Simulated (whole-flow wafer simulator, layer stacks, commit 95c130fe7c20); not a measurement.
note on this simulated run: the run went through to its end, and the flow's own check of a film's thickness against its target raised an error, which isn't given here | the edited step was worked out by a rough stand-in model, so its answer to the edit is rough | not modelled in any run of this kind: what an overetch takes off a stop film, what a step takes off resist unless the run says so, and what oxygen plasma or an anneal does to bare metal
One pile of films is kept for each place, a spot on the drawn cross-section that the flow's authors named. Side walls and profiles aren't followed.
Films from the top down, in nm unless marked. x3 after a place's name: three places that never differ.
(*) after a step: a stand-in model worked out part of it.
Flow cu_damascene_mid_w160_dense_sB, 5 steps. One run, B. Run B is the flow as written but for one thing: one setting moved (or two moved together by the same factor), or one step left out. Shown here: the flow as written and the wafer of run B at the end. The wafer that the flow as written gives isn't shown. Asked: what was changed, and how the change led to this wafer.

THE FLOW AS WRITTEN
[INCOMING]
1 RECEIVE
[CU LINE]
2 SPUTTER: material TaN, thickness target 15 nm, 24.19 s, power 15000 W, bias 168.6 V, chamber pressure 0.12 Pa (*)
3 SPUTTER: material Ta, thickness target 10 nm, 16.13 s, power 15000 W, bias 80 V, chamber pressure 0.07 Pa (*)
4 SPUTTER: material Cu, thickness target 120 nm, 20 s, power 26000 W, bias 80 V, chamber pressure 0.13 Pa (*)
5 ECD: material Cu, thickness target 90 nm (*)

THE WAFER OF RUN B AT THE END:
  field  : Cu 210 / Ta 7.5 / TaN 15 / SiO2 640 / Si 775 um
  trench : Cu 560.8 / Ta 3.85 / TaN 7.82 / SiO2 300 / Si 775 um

The cause: step 3, SPUTTER: thickness target 7.5 nm was run, where the flow has thickness target 10 nm; step 3, SPUTTER: 12.1 s was run, where the flow has 16.13 s.
It can be read off the wafer: field has Ta 7.5, and step 3 as written asks for 10 nm.

How the change led to this, step by step:
  3 SPUTTER: material Ta, thickness target 10 nm, 16.13 s, power 15000 W, bias 80 V, chamber pressure 0.07 Pa (*)
      field: Ta +7.5 (new film) (as written it would be: Ta +10 (new film))
      trench: Ta +3.85 (new film) (as written it would be: Ta +5.14 (new film))
